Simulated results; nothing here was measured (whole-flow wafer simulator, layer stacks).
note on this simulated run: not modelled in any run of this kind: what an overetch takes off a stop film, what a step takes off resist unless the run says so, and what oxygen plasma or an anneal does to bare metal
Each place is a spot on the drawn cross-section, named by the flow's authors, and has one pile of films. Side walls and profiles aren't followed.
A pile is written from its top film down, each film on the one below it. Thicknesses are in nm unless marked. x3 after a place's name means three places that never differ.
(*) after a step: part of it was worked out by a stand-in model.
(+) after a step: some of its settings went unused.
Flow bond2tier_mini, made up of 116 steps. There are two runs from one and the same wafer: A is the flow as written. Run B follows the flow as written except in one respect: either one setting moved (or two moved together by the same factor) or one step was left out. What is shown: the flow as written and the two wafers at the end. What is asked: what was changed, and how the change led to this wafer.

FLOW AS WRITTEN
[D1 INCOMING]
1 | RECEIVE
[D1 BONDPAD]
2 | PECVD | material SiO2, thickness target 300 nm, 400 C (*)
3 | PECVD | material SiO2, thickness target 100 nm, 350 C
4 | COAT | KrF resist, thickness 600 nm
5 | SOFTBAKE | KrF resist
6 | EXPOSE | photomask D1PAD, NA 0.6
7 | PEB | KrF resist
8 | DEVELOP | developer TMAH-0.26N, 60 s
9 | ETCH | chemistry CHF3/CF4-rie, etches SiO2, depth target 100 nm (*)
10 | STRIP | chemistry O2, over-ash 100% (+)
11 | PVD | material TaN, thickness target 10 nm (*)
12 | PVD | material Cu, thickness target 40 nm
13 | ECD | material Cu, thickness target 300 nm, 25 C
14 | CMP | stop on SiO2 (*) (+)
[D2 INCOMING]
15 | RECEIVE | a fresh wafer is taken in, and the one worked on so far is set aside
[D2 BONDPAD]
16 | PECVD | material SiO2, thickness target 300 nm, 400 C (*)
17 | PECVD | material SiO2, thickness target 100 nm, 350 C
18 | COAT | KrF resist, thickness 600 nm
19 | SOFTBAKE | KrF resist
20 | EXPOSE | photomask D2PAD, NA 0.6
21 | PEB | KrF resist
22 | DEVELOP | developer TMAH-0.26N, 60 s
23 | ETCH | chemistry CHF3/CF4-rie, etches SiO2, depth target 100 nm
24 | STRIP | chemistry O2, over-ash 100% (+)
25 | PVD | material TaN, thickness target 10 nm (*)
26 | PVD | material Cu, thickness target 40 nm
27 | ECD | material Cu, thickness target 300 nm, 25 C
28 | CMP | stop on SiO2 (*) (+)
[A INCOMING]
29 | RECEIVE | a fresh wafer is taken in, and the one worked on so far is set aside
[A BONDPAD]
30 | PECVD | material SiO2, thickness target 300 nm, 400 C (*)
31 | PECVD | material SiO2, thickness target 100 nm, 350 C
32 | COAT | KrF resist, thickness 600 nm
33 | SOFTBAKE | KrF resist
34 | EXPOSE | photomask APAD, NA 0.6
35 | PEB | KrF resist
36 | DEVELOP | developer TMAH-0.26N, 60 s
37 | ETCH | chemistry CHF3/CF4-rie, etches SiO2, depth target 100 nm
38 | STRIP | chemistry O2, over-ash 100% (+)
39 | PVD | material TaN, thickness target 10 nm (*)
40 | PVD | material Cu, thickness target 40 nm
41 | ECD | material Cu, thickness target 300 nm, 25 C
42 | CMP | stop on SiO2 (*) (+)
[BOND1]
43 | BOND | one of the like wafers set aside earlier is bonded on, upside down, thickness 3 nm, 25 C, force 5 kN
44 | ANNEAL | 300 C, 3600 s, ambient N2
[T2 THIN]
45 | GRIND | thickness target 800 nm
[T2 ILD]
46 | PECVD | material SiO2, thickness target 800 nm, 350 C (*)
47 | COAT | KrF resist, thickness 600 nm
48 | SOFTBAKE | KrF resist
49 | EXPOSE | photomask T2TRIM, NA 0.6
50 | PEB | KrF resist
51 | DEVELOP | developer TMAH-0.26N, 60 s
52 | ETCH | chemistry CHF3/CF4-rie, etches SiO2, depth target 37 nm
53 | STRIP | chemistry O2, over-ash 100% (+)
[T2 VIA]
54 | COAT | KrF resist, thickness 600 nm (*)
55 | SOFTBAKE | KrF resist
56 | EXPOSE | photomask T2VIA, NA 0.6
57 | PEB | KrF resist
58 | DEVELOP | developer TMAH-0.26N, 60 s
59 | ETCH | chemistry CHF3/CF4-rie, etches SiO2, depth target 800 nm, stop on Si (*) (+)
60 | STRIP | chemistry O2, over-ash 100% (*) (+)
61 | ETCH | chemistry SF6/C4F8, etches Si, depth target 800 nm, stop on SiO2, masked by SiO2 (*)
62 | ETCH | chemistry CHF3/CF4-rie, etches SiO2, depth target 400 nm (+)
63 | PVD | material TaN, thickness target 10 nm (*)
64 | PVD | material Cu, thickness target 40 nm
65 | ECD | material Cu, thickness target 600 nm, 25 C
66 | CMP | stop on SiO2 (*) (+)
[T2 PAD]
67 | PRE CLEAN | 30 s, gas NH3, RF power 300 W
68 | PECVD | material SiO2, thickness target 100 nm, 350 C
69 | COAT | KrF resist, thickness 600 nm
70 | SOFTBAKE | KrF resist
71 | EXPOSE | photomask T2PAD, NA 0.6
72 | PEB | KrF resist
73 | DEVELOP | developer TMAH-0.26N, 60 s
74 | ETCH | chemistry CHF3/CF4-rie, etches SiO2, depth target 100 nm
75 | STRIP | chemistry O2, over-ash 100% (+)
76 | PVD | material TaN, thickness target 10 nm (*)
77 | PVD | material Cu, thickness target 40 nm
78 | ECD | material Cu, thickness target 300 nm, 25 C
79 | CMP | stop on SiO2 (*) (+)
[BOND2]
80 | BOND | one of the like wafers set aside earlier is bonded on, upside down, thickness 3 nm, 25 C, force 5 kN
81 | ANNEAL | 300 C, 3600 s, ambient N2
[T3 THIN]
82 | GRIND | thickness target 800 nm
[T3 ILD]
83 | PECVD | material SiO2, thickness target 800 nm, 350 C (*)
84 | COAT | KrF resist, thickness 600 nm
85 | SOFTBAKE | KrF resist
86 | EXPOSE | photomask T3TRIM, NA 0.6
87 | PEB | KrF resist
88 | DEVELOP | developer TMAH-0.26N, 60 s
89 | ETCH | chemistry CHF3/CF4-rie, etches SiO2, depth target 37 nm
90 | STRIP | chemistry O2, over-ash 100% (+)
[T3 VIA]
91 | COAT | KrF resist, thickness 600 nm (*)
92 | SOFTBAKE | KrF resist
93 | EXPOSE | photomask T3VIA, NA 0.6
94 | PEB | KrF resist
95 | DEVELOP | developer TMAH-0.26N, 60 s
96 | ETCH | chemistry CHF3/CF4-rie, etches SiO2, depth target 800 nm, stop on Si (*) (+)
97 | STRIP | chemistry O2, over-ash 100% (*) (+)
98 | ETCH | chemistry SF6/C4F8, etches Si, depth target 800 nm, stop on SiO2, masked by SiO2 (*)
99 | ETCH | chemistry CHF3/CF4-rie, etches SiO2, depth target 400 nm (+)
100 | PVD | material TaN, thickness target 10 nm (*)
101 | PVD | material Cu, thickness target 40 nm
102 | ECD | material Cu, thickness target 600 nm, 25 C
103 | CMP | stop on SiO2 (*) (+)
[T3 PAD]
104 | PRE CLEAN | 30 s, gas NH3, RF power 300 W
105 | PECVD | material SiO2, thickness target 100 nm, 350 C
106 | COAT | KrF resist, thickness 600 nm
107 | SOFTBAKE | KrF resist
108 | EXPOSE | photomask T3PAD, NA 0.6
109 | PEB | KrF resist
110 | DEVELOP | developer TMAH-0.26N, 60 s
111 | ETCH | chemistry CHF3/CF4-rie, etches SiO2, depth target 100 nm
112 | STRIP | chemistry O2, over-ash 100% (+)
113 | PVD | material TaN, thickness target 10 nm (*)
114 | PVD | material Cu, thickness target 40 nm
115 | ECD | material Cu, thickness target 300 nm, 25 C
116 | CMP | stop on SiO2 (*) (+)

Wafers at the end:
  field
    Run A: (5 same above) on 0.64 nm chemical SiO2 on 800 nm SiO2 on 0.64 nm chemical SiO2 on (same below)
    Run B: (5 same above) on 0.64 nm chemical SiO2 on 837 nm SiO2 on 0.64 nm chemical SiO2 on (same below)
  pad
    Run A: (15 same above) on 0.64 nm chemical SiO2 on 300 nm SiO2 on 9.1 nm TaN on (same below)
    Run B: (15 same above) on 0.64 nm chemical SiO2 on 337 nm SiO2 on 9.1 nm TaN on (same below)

Cause: step 3, PECVD: thickness target 137 nm was run, whereas the flow has thickness target 100 nm.

The path from the change to this, step by step:
  3 | PECVD | material SiO2, thickness target 100 nm, 350 C
      field, pad, via: A SiO2 gains 100 | B SiO2 gains 137
  43 | BOND | one of the like wafers set aside earlier is bonded on, upside down, thickness 3 nm, 25 C, force 5 kN
      field: A Si gains 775 um (new film), chemical SiO2 gains 0.64 (new film), SiO2 gains 400 | B Si gains 775 um (new film), chemical SiO2 gains 0.64 (new film), SiO2 gains 437
      pad: A Si gains 775 um (new film), chemical SiO2 gains 0.64 (new film), SiO2 gains 300 (new film), TaN gains 9.1 (new film), Cu gains 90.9 | B Si gains 775 um (new film), chemical SiO2 gains 0.64 (new film), SiO2 gains 337 (new film), TaN gains 9.1 (new film), Cu gains 90.9
      (as well as at 1 more place)
